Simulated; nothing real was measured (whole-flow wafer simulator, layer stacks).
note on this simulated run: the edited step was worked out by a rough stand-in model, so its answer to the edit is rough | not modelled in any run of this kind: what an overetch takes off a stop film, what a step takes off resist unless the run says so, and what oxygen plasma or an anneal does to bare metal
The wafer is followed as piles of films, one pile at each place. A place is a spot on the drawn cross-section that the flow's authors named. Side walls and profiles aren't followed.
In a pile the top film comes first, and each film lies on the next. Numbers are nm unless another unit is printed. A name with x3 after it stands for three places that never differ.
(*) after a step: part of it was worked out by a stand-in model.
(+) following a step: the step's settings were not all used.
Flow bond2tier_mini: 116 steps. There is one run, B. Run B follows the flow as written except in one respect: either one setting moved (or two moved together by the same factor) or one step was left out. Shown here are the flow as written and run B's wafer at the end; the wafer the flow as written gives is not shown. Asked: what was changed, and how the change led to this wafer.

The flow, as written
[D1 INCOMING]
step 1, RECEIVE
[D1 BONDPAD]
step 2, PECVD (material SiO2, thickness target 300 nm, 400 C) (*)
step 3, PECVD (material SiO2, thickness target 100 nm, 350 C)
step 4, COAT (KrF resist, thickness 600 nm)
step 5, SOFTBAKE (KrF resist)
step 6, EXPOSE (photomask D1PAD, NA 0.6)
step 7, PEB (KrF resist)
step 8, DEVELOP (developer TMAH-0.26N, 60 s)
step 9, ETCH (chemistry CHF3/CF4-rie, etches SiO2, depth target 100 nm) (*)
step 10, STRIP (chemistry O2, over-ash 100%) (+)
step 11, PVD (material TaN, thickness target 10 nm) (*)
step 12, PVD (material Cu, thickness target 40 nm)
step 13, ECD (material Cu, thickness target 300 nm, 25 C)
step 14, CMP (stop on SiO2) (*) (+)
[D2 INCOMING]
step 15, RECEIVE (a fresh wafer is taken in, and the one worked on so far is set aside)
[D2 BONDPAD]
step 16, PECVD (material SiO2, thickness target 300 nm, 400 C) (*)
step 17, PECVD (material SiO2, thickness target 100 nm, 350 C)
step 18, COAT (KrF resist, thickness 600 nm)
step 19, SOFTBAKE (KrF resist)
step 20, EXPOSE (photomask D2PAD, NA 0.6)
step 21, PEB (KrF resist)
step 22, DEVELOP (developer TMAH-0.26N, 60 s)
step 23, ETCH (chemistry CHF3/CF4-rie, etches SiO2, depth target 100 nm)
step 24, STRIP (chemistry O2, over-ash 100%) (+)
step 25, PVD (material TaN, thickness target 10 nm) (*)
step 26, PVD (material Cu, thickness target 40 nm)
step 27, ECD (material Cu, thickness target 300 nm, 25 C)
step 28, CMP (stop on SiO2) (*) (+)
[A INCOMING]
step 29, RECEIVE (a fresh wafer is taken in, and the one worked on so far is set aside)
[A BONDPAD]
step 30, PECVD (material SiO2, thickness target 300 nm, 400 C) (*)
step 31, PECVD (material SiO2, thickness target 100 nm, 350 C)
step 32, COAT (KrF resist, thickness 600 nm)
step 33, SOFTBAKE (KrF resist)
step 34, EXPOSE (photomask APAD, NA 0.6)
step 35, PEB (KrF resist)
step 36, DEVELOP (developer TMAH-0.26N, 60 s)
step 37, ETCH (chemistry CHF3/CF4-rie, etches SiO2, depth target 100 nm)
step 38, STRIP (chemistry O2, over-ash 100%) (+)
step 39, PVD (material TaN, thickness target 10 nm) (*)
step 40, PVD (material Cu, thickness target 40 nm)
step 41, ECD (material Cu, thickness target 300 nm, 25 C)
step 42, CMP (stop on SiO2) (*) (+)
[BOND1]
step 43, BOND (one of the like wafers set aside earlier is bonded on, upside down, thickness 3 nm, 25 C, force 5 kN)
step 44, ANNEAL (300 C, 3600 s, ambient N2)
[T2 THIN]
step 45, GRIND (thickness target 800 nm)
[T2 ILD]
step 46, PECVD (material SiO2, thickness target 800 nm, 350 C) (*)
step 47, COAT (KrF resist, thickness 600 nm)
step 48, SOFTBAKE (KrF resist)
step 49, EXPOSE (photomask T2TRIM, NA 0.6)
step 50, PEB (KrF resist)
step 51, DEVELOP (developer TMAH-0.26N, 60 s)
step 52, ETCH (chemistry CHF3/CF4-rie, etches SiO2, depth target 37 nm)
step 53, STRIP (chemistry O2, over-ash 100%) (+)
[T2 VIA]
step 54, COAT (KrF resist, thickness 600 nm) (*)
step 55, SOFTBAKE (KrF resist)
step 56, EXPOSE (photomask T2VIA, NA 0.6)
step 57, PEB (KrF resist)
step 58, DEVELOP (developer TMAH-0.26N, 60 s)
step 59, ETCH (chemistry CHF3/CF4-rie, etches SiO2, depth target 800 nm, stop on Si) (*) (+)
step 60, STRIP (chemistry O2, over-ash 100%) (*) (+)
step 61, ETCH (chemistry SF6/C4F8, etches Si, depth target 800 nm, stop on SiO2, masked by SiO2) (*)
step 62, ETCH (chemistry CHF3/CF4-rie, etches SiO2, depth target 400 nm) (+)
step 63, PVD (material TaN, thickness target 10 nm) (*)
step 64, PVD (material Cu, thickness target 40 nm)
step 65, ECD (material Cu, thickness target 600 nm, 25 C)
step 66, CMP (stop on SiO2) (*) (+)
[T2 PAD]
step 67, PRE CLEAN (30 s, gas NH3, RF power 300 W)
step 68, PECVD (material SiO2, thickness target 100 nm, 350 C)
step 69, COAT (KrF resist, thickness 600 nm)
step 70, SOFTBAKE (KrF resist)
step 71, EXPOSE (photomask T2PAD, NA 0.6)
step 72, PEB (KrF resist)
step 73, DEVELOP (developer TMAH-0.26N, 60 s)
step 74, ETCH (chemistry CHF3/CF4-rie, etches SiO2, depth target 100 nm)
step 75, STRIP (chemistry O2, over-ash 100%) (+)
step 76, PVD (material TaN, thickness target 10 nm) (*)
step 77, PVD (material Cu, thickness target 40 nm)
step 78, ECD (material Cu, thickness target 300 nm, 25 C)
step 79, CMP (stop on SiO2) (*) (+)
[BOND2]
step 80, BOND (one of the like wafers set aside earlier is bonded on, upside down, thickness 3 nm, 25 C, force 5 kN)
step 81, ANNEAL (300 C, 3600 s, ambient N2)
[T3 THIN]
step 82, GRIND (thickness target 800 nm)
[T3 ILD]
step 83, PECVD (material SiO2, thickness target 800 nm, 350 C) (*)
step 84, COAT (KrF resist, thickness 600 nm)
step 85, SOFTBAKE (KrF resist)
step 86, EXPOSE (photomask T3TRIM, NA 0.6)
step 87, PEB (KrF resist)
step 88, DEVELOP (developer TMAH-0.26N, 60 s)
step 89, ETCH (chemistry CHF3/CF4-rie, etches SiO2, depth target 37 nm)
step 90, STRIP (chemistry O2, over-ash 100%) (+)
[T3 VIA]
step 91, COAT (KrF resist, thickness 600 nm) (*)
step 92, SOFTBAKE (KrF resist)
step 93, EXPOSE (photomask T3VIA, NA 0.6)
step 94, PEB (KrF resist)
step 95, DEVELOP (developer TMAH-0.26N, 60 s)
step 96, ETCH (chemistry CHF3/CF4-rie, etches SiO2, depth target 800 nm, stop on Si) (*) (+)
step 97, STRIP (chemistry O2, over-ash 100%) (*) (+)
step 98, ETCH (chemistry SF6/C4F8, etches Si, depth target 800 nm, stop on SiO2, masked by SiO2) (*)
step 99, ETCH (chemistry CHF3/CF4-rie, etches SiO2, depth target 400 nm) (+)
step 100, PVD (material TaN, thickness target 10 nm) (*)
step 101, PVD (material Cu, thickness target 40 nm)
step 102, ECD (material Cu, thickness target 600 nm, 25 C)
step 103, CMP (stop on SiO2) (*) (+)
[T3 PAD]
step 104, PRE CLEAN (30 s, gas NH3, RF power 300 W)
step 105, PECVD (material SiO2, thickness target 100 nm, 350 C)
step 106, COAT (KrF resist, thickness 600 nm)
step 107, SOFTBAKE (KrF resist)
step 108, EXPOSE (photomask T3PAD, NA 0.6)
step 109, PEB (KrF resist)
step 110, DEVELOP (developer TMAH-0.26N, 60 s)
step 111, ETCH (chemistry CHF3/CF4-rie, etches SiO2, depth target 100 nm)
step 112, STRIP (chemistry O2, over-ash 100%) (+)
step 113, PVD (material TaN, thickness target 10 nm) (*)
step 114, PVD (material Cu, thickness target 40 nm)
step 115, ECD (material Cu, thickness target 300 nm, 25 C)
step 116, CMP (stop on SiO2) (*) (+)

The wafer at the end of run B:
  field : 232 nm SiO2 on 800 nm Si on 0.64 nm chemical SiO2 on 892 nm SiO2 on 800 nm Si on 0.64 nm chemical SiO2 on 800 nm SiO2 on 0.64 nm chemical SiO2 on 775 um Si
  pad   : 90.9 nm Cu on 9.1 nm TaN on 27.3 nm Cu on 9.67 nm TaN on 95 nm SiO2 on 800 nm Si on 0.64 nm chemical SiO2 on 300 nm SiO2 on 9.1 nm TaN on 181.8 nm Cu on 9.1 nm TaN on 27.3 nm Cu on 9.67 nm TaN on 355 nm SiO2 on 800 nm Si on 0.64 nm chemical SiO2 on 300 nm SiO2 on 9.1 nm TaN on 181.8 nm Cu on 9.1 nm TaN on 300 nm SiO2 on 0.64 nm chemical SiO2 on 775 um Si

What caused this: step 83, PECVD: thickness target 540 nm was run, though the flow has thickness target 800 nm.

Step by step, how the change led to this:
  step 83, PECVD (material SiO2, thickness target 800 nm, 350 C) (*)
      field, pad: SiO2 gains 540 (new film) (it would be, as written: SiO2 gains 800 (new film))
  step 96, ETCH (chemistry CHF3/CF4-rie, etches SiO2, depth target 800 nm, stop on Si) (*) (+)
      field, pad: KrF resist loses 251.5 (it would be, as written: KrF resist loses 266.7)
  step 97, STRIP (chemistry O2, over-ash 100%) (*) (+)
      field: KrF resist loses 319.1 (all of it) (it would be, as written: KrF resist loses 303.9 (all of it))
      pad: KrF resist loses 351.1 (all of it) (it would be, as written: KrF resist loses 336 (all of it))
